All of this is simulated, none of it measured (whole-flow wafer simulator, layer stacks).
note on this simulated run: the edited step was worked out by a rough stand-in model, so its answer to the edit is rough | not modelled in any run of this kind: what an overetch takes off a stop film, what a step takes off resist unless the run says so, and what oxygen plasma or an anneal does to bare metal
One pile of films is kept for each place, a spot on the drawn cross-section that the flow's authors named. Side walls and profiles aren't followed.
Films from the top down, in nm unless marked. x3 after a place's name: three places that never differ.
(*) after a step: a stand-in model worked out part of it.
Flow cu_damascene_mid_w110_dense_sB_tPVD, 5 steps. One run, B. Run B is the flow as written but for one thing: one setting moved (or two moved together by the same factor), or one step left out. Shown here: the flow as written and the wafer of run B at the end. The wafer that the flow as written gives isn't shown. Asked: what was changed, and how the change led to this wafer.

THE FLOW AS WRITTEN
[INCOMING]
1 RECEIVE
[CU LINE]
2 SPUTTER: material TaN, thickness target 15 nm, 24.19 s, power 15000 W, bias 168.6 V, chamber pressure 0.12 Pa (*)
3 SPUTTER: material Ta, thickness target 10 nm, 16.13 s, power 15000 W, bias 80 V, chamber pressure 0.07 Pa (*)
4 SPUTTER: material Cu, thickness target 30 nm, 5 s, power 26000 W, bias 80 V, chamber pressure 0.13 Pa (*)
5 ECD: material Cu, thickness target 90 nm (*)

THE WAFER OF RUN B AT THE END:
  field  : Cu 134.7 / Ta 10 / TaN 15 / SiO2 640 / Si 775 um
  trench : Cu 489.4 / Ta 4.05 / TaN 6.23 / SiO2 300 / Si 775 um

The cause: step 5, ECD: thickness target 104.7 nm was run, where the flow has thickness target 90 nm.

How the change led to this, step by step:
  5 ECD: material Cu, thickness target 90 nm (*)
      field: Cu +104.7 (as written it would be: Cu +90)
      trench: Cu +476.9 (as written it would be: Cu +462.2)
